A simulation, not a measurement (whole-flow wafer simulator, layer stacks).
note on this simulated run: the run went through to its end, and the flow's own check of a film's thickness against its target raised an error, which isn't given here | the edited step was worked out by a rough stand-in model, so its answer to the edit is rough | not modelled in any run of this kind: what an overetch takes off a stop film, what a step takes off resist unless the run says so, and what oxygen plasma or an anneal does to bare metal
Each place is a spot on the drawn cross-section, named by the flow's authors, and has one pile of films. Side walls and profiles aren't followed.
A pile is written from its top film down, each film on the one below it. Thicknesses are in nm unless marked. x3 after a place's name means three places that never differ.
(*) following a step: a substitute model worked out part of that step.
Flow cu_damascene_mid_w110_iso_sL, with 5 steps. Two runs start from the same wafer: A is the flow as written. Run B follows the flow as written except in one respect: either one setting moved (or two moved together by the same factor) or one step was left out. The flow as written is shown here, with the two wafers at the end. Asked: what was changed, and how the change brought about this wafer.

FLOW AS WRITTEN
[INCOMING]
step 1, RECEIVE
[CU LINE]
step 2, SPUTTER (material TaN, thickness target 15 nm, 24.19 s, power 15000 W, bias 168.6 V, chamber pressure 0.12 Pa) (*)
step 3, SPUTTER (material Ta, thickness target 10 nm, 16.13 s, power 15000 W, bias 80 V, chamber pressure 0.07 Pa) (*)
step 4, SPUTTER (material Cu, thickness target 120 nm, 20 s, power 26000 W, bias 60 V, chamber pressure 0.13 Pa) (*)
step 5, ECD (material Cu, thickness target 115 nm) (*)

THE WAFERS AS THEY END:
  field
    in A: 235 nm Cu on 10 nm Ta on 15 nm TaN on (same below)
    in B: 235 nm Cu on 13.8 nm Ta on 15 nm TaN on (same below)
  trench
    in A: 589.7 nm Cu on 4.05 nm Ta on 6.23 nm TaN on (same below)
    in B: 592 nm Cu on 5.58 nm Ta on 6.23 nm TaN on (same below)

The reason: step 3, SPUTTER: thickness target 13.8 nm was run, while the flow as written has thickness target 10 nm; step 3, SPUTTER: 22.18 s was run, where the flow has 16.13 s.
One can read it off the wafer: field has Ta 13.8, and step 3 as written asks for 10 nm.

How this came from the change, step by step:
  step 3, SPUTTER (material Ta, thickness target 10 nm, 16.13 s, power 15000 W, bias 80 V, chamber pressure 0.07 Pa) (*)
      field: A Ta gains 10 (new film) | B Ta gains 13.8 (new film)
      trench: A Ta gains 4.05 (new film) | B Ta gains 5.58 (new film)
